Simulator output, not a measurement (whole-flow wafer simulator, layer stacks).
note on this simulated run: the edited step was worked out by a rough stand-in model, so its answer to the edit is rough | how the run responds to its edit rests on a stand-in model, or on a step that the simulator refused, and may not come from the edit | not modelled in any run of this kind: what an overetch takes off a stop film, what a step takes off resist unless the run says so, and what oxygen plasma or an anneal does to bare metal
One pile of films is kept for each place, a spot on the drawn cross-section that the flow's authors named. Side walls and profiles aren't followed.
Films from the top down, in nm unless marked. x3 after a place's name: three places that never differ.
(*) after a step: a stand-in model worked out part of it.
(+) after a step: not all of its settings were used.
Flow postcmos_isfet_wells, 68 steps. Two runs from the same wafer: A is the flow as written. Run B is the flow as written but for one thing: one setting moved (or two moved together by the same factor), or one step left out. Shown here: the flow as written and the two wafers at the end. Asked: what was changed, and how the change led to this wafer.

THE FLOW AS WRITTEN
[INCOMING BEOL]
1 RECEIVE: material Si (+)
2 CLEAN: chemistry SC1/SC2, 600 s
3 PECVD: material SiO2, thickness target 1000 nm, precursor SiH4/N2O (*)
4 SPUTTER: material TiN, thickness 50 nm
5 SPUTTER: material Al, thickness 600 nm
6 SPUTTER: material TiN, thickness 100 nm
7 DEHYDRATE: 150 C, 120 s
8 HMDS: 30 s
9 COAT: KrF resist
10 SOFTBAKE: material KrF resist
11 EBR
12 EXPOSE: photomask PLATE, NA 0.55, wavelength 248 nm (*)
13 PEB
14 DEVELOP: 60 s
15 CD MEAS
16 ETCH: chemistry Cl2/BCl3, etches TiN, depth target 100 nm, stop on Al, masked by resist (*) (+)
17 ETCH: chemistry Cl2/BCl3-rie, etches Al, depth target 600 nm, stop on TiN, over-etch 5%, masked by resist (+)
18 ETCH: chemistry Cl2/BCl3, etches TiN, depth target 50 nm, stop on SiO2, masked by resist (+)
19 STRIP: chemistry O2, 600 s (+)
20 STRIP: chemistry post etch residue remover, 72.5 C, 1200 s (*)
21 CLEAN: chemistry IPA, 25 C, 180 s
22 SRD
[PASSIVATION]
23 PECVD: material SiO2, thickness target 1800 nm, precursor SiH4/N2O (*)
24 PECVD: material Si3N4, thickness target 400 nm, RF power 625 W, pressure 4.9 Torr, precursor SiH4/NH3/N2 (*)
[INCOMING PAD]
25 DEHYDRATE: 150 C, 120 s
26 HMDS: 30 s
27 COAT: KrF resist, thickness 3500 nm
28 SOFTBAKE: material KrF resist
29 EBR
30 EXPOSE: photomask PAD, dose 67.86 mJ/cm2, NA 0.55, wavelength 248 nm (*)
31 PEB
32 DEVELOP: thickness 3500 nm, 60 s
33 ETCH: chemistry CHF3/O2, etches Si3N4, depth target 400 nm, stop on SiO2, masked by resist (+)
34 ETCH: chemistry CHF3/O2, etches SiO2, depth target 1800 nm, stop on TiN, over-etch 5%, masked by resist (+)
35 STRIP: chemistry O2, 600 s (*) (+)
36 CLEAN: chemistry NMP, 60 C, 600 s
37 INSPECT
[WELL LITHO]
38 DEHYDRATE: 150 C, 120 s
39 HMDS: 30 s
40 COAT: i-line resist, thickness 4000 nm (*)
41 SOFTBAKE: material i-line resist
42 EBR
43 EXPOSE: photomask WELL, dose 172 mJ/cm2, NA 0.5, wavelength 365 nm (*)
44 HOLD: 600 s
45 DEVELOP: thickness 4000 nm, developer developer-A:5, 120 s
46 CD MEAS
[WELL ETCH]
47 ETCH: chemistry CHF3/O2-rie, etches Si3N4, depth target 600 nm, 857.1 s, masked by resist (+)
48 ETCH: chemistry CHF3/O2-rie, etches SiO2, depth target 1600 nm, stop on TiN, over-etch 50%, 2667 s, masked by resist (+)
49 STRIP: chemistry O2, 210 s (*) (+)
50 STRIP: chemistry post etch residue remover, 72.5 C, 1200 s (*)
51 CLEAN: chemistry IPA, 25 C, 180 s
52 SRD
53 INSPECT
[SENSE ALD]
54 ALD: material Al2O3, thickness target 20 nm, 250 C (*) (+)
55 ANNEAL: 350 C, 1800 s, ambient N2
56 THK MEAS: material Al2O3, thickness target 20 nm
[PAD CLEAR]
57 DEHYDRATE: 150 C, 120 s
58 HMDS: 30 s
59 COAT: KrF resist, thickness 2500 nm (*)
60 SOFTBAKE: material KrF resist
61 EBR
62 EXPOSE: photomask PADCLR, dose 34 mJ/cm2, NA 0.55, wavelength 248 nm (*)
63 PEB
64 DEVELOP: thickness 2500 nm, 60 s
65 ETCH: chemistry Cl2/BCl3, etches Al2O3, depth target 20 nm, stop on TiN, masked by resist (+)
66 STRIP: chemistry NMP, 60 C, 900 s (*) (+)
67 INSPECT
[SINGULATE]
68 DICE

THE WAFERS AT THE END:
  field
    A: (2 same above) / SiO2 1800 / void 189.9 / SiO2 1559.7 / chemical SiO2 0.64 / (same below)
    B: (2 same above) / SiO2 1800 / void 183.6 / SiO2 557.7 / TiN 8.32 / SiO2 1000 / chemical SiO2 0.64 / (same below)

The cause: step 16, ETCH: depth target 87 nm was run, where the flow has depth target 100 nm.

How the change led to this, step by step:
  16 ETCH: chemistry Cl2/BCl3, etches TiN, depth target 100 nm, stop on Al, masked by resist (*) (+)
      field: A TiN -100 (all of it) | B TiN -87
      margin, well900, well1300 x3, pad_rim, pad_clr, pad_open: A KrF resist -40 | B KrF resist -34.8
  17 ETCH: chemistry Cl2/BCl3-rie, etches Al, depth target 600 nm, stop on TiN, over-etch 5%, masked by resist (+)
      field: A Al -600 (all of it) | B TiN -13 (all of it), Al -579.2
  18 ETCH: chemistry Cl2/BCl3, etches TiN, depth target 50 nm, stop on SiO2, masked by resist (+)
      field: A TiN -50 (all of it) | B Al -20.8 (all of it), TiN -41.3
  23 PECVD: material SiO2, thickness target 1800 nm, precursor SiH4/N2O (*)
      field: A SiO2 +1800 (new film), void +189.9 (new film), SiO2 +559.7 | B SiO2 +1800 (new film), void +183.6 (new film), SiO2 +557.7 (new film)
Counting metal films that touch as one body, field has 1 body; the flow as written gives 0 bodies.
